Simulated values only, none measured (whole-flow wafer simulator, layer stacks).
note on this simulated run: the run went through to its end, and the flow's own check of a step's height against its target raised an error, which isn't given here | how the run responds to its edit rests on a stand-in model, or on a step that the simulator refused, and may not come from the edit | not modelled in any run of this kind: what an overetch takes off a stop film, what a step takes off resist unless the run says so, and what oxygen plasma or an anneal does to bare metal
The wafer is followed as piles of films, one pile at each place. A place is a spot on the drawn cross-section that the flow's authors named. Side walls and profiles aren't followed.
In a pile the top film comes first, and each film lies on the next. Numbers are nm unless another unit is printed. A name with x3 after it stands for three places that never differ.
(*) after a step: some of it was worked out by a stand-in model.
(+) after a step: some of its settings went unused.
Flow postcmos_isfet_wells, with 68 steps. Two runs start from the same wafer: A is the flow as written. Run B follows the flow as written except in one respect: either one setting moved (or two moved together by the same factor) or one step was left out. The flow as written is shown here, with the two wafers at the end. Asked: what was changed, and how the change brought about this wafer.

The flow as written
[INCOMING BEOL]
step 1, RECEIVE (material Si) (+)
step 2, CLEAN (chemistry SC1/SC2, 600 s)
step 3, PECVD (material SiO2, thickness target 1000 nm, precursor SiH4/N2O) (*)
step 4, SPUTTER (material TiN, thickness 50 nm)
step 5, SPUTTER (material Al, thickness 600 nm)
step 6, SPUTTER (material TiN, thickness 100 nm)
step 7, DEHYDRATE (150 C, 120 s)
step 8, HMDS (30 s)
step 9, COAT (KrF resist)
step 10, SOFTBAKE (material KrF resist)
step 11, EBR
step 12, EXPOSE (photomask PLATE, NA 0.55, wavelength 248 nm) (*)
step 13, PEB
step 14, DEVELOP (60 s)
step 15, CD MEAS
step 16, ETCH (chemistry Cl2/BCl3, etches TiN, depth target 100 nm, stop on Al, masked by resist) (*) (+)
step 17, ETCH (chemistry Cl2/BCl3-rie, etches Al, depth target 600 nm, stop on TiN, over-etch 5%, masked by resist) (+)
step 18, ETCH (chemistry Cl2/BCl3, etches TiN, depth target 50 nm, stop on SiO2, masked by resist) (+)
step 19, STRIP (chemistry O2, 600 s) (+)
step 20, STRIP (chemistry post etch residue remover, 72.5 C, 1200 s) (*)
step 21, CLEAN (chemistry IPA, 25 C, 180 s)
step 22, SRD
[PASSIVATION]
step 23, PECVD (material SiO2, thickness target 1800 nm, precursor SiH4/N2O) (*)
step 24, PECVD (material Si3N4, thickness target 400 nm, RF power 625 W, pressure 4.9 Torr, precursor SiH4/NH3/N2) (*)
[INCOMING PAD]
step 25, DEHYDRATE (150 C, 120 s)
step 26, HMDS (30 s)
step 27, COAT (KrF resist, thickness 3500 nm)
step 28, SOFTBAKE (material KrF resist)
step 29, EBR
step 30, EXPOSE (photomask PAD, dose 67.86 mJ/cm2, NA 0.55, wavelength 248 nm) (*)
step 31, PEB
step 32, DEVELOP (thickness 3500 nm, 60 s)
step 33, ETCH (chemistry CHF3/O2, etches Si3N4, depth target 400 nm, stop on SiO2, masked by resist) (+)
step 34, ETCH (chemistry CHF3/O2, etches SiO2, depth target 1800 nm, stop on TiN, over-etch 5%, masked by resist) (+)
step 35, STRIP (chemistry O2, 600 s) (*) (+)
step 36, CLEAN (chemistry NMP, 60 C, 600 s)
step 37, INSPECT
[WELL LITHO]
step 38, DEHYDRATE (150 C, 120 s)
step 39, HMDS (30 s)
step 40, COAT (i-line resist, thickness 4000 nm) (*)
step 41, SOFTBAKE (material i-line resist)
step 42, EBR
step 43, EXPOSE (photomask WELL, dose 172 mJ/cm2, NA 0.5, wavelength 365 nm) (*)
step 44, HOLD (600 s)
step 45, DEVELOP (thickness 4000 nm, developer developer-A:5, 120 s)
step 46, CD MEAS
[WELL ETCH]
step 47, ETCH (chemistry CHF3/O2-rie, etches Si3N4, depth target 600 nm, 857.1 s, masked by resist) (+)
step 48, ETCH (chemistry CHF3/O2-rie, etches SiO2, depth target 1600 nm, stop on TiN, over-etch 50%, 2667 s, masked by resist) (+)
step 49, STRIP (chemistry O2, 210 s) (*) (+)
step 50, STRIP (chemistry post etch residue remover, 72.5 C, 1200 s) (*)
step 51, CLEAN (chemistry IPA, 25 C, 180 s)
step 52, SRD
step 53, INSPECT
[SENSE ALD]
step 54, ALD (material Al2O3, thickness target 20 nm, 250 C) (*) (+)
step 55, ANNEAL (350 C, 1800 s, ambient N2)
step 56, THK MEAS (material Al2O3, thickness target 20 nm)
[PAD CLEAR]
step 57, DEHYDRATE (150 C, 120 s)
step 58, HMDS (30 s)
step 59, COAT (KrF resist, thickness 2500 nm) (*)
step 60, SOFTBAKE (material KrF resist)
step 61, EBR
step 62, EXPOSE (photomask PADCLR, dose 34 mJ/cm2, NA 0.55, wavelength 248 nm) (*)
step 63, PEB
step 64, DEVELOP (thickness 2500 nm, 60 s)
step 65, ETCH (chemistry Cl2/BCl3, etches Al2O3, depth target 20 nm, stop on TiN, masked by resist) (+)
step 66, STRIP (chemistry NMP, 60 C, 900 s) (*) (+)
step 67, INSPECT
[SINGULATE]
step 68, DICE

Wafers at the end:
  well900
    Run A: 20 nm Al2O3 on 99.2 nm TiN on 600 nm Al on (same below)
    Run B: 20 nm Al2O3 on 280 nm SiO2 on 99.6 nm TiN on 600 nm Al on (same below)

Cause: step 48, ETCH: depth target 880 nm was run, whereas the flow has depth target 1600 nm.

How this came from the change, step by step:
  step 48, ETCH (chemistry CHF3/O2-rie, etches SiO2, depth target 1600 nm, stop on TiN, over-etch 50%, 2667 s, masked by resist) (+)
      well900, well1300 x3: A SiO2 loses 1600 (all of it) | B SiO2 loses 1320
      field, margin, pad_rim, pad_clr, pad_open: A i-line resist loses 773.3 | B i-line resist loses 425.3
  step 49, STRIP (chemistry O2, 210 s) (*) (+)
      field, margin, pad_rim: A i-line resist loses 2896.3 (all of it) | B i-line resist loses 3244.3 (all of it)
      pad_clr: A i-line resist loses 1996.5 (all of it) | B i-line resist loses 2344.5 (all of it)
      (also at 1 further place)
  step 59, COAT (KrF resist, thickness 2500 nm) (*)
      field: A KrF resist gains 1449 (new film) | B KrF resist gains 1583 (new film)
      margin: A KrF resist gains 1448.9 (new film) | B KrF resist gains 1582.9 (new film)
  step 63, PEB
      field, margin: A KrF resist loses 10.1 | B KrF resist loses 11.1
  step 66, STRIP (chemistry NMP, 60 C, 900 s) (*) (+)
      field, margin: A KrF resist loses 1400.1 (all of it) | B KrF resist loses 1533.1 (all of it)
